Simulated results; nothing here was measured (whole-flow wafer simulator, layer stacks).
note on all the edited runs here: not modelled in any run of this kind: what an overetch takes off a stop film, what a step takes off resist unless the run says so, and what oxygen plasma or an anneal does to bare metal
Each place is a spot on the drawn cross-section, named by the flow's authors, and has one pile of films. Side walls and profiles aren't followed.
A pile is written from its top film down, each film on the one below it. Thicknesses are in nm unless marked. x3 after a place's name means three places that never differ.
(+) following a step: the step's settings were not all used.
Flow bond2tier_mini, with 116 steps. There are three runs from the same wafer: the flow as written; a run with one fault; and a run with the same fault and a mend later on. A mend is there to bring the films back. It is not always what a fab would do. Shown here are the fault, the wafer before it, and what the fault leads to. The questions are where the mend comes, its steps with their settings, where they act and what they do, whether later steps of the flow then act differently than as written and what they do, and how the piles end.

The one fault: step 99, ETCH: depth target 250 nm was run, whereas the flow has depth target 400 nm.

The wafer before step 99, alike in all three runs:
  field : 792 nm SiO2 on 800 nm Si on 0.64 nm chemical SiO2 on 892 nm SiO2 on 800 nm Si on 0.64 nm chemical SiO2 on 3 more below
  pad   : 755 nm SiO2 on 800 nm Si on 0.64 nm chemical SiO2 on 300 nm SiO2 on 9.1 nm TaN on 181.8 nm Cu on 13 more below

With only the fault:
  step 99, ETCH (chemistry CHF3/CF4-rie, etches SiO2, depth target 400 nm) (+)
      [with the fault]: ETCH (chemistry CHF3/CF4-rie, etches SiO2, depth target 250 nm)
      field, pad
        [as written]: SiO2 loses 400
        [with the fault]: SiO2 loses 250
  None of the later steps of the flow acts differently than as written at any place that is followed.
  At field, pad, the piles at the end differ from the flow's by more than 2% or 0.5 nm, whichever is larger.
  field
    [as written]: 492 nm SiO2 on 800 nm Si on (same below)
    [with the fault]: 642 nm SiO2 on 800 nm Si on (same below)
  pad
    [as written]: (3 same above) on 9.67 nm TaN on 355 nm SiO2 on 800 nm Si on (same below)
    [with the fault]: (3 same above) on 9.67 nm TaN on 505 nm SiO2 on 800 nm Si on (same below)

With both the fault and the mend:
  After step 99 comes the mend.
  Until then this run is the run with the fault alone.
  step 99a, ETCH (chemistry CHF3/CF4-rie, etches SiO2, depth target 150 nm) (+) (the flow's step 99, run once more with other settings)
      field, pad
        SiO2 loses 150
  None of the later steps of the flow acts differently than as written at any place that is followed.
  At every place that both follow, the piles at the end match the flow's.
